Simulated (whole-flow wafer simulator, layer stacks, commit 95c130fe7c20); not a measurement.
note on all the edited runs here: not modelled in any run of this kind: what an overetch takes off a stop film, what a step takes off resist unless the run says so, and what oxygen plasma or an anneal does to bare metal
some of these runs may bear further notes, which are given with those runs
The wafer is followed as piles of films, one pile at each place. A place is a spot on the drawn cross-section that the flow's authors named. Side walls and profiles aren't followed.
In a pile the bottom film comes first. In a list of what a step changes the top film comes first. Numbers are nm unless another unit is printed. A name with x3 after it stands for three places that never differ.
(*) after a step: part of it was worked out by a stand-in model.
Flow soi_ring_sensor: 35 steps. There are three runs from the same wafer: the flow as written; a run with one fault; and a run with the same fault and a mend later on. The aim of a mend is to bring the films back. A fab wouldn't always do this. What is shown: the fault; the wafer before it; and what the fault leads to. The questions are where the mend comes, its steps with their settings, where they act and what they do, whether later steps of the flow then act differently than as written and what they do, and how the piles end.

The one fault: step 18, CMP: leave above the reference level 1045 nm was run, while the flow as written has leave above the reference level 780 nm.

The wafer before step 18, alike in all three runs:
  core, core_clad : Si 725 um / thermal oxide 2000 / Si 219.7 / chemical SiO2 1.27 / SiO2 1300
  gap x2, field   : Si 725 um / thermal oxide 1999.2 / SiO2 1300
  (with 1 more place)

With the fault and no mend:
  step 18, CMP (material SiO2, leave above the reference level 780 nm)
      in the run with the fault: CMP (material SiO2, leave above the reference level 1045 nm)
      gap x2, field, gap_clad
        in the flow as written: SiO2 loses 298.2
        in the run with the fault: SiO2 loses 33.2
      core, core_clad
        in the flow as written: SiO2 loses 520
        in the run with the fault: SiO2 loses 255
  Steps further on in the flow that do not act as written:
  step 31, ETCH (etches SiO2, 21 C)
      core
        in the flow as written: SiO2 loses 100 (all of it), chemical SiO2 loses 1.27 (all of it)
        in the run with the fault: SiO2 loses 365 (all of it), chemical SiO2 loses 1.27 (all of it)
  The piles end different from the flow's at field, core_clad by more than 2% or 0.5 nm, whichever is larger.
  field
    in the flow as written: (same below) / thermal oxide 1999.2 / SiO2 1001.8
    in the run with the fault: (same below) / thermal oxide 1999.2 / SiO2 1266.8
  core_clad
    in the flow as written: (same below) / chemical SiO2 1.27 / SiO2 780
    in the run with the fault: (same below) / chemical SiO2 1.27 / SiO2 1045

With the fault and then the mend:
  The mend follows step 27.
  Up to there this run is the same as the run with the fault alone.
  step 27a, STRIP (i-line resist, 250 C, gas O2, power 300 W) (*)
      field, core_clad, gap_clad
        i-line resist loses 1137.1 (all of it)
  step 27b, CMP (material SiO2, leave above the reference level 780 nm) (a further turn of the flow's step 18)
      core, gap x2, field, core_clad, gap_clad
        SiO2 loses 265
  step 27c, HMDS (120 C, 60 s) (a further turn of the flow's step 21)
      does not change any film at any place that is followed
  step 27d, COAT (i-line resist, thickness 1200 nm) (a further turn of the flow's step 22)
      core, gap x2, field, core_clad, gap_clad
        i-line resist gains 1200 (new film)
  step 27e, SOFTBAKE (i-line resist) (a further turn of the flow's step 23)
      does not change any film at any place that is followed
  step 27f, EXPOSE (photomask WINDOW, dose 101 mJ/cm2, NA 0.5, wavelength 365 nm) (*) (a further turn of the flow's step 24)
      does not change any film at any place that is followed
  step 27g, PEB (i-line resist) (a further turn of the flow's step 25)
      core, gap x2, field, core_clad, gap_clad
        i-line resist loses 62.8
  step 27h, DEVELOP (i-line resist, thickness 1200 nm, 90 s) (a further turn of the flow's step 26)
      core, gap x2
        i-line resist loses 1137.2 (all of it)
      field, core_clad, gap_clad
        i-line resist loses 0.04
  Later steps of the flow that are run all act as written at every place that is followed.
  The piles end the same as the flow's at every place that both follow.
